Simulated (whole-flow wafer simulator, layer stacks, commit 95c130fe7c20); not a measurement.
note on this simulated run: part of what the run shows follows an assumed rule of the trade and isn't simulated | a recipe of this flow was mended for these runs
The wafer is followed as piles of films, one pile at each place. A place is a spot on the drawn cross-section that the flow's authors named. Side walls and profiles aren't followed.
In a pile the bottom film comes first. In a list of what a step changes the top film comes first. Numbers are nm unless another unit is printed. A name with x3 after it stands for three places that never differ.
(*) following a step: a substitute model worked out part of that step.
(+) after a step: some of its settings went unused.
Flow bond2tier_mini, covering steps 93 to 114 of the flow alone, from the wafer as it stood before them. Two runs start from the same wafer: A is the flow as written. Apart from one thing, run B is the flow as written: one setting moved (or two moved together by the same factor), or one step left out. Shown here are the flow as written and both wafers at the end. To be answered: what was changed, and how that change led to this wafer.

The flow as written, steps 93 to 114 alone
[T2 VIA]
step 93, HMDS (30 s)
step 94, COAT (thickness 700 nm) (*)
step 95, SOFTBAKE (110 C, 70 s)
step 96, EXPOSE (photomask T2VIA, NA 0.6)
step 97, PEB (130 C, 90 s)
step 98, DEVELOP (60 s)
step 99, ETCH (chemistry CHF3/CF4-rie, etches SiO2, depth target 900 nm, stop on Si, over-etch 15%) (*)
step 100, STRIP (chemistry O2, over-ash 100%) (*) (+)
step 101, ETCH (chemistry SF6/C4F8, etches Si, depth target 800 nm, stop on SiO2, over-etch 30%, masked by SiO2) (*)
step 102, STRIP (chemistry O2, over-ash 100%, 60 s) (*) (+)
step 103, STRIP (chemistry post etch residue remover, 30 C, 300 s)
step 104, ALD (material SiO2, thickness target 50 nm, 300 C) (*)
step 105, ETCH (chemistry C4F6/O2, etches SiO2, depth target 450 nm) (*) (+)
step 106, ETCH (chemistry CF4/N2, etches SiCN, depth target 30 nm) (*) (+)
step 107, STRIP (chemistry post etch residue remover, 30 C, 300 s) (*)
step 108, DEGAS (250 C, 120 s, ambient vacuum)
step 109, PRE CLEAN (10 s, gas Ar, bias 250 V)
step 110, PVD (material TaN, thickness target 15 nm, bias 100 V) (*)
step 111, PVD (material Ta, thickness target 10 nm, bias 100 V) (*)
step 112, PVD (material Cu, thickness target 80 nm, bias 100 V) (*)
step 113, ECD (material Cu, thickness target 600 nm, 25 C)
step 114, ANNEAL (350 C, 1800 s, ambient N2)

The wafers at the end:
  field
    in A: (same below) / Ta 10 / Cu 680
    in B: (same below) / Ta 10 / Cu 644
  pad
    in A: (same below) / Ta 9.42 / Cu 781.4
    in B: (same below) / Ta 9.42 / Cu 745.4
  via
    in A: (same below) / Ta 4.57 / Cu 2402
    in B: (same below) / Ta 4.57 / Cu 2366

The reason: step 112, PVD: thickness target 44 nm was run, while the flow as written has thickness target 80 nm.

How this came from the change, step by step:
  step 112, PVD (material Cu, thickness target 80 nm, bias 100 V) (*)
      field: A Cu gains 80 (new film) | B Cu gains 44 (new film)
      pad: A Cu gains 75.3 (new film) | B Cu gains 41.4 (new film)
      (also at 1 further place)
